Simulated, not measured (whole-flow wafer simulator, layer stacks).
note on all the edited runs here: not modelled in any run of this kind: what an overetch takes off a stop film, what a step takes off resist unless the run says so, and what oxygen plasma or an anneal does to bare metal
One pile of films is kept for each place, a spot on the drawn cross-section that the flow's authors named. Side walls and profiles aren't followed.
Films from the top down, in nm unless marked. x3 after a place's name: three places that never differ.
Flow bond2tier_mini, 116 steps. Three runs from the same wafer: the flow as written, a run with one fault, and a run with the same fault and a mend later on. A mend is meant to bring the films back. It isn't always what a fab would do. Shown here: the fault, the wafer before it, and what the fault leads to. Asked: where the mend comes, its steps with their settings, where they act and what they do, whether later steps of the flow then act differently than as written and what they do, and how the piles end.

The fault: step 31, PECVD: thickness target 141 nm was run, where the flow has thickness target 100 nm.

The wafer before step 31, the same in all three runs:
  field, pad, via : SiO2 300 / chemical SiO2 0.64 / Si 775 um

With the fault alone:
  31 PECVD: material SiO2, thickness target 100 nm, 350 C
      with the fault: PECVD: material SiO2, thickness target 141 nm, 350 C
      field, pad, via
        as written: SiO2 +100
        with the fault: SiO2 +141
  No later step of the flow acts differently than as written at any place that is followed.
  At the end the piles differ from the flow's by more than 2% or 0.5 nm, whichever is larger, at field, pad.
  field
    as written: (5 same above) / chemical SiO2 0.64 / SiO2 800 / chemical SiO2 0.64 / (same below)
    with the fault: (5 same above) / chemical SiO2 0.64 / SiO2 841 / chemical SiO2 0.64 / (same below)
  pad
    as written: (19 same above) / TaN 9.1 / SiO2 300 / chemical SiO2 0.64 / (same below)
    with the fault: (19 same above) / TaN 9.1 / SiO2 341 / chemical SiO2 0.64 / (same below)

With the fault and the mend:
  The mend comes after step 31.
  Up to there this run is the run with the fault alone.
  31a ETCH: chemistry CHF3/CF4-rie, etches SiO2, depth target 41 nm (the flow's step 9 once more, with other settings)
      field, pad, via
        SiO2 -41
  No later step of the flow acts differently than as written at any place that is followed.
  At the end the piles are the same as the flow's at every place that both follow.
